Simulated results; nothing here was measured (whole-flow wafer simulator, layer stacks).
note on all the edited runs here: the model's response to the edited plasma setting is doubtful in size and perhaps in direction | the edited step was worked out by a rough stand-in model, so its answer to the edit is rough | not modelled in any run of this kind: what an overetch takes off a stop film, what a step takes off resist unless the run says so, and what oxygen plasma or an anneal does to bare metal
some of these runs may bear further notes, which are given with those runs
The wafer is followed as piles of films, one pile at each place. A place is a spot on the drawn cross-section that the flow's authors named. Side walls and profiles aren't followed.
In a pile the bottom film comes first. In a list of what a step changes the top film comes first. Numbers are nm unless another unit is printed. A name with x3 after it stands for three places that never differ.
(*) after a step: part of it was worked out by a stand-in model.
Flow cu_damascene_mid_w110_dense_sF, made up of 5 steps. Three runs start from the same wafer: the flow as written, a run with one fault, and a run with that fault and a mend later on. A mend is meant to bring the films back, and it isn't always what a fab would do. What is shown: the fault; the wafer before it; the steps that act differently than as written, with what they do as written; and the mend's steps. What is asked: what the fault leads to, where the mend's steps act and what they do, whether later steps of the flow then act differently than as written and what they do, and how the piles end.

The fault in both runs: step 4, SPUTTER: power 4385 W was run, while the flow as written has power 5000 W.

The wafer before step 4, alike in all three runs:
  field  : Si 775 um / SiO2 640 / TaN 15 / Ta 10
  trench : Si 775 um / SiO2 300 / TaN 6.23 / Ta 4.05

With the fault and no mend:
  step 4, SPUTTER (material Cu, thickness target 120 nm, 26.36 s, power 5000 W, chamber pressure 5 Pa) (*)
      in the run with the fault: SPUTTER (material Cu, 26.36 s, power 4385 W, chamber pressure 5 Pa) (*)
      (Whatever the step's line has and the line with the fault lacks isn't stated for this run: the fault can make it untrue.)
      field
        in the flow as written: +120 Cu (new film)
        in the run with the fault: +101.5 Cu (new film)
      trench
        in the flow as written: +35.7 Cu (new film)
        in the run with the fault: +32.7 Cu (new film)
  Steps further on in the flow that do not act as written:
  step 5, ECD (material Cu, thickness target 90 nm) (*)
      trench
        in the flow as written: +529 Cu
        in the run with the fault: +513.6 Cu
  The piles end different from the flow's at field, trench by more than 2% or 0.5 nm, whichever is larger.
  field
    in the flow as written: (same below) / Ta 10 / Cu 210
    in the run with the fault: (same below) / Ta 10 / Cu 191.5
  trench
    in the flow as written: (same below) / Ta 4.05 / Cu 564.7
    in the run with the fault: (same below) / Ta 4.05 / Cu 546.2

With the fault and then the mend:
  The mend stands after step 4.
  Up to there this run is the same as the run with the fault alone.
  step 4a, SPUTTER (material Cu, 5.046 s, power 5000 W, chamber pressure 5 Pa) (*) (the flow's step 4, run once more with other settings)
      field
        +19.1 Cu
      trench
        +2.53 Cu
  Every later step of the flow that is run acts as written, at every place that is followed, to within 2% or 0.5 nm, whichever is larger.
  The piles end only slightly different from the flow's at the places that both follow, by no more than 2% or 0.5 nm, whichever is larger.
